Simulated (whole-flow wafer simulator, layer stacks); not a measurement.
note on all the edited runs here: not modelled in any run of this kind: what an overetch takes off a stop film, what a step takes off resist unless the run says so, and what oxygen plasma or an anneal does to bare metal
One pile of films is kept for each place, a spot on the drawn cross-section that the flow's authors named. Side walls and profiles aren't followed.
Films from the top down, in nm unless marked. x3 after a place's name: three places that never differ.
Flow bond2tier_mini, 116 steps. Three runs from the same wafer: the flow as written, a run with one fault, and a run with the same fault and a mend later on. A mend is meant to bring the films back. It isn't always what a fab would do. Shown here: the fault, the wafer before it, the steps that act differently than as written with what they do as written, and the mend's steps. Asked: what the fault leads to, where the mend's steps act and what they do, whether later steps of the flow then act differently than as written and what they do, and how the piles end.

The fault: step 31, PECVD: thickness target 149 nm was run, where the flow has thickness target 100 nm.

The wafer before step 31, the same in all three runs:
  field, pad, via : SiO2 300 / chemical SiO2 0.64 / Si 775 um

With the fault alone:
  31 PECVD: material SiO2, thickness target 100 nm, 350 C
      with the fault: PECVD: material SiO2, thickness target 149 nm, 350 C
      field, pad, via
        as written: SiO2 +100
        with the fault: SiO2 +149
  No later step of the flow acts differently than as written at any place that is followed.
  At the end the piles differ from the flow's by more than 2% or 0.5 nm, whichever is larger, at field, pad.
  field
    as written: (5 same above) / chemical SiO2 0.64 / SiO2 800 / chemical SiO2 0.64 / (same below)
    with the fault: (5 same above) / chemical SiO2 0.64 / SiO2 849 / chemical SiO2 0.64 / (same below)
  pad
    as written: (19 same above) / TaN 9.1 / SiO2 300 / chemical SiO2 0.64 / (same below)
    with the fault: (19 same above) / TaN 9.1 / SiO2 349 / chemical SiO2 0.64 / (same below)

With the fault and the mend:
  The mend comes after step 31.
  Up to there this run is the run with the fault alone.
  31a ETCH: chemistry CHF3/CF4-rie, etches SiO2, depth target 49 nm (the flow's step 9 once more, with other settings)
      field, pad, via
        SiO2 -49
  No later step of the flow acts differently than as written at any place that is followed.
  At the end the piles are the same as the flow's at every place that both follow.
